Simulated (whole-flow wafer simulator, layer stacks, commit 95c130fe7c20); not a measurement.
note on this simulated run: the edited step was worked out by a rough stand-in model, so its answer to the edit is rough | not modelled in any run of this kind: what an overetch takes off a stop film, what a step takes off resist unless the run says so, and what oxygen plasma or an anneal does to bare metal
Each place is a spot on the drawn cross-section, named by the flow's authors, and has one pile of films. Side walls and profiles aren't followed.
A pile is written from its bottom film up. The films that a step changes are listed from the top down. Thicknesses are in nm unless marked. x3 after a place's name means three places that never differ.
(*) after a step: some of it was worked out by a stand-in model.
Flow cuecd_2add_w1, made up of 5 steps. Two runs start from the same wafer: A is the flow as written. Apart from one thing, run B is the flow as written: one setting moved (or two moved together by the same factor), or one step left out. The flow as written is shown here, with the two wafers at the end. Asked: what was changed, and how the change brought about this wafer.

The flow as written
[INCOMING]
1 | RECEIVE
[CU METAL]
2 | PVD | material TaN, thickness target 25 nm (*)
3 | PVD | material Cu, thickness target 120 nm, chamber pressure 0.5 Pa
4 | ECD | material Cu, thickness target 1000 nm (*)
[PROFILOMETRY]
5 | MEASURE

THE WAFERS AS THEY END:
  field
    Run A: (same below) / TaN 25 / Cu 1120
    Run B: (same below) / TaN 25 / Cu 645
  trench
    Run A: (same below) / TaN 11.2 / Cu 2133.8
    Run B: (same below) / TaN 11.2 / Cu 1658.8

The reason: step 4, ECD: thickness target 525 nm was run, though the flow has thickness target 1000 nm.

Step by step, how the change led to this:
  4 | ECD | material Cu, thickness target 1000 nm (*)
      field: A Cu gains 1000 | B Cu gains 525
      trench: A Cu gains 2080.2 | B Cu gains 1605.2
